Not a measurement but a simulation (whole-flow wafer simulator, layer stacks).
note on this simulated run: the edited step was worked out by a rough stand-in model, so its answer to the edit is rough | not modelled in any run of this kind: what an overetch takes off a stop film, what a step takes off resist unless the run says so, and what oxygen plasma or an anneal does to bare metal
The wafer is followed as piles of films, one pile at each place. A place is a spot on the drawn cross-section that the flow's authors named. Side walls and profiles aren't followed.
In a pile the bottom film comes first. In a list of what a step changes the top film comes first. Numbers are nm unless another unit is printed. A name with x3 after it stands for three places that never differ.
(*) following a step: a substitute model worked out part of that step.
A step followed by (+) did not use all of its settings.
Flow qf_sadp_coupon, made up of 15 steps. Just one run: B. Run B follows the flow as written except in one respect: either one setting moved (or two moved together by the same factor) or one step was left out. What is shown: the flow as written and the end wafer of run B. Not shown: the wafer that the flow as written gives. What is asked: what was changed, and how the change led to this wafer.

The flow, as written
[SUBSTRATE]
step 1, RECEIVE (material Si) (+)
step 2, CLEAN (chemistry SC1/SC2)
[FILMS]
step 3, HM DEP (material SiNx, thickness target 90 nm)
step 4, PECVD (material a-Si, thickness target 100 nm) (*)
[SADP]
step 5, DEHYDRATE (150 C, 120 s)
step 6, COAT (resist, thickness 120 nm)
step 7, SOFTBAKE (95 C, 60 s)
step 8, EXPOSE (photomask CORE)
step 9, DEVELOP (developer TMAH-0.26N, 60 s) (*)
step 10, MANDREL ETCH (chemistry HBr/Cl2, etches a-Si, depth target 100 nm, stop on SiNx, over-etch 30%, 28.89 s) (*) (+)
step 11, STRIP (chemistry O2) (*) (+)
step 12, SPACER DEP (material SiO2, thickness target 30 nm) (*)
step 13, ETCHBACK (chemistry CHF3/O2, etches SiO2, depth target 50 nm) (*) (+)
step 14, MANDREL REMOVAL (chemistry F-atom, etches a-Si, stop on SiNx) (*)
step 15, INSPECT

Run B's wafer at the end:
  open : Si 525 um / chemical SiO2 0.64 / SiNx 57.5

The reason: step 4, PECVD: thickness target 35.7 nm was run, though the flow has thickness target 100 nm.

The path from the change to this, step by step:
  step 4, PECVD (material a-Si, thickness target 100 nm) (*)
      m, open: +35.7 a-Si (new film) (it would be, as written: +100 a-Si (new film))
  step 10, MANDREL ETCH (chemistry HBr/Cl2, etches a-Si, depth target 100 nm, stop on SiNx, over-etch 30%, 28.89 s) (*) (+)
      open: -35.7 a-Si (all of it), -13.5 SiNx (it would be, as written: -100 a-Si (all of it), -4.29 SiNx)
  step 14, MANDREL REMOVAL (chemistry F-atom, etches a-Si, stop on SiNx) (*)
      m: -31.5 a-Si (all of it) (it would be, as written: -95.8 a-Si (all of it))
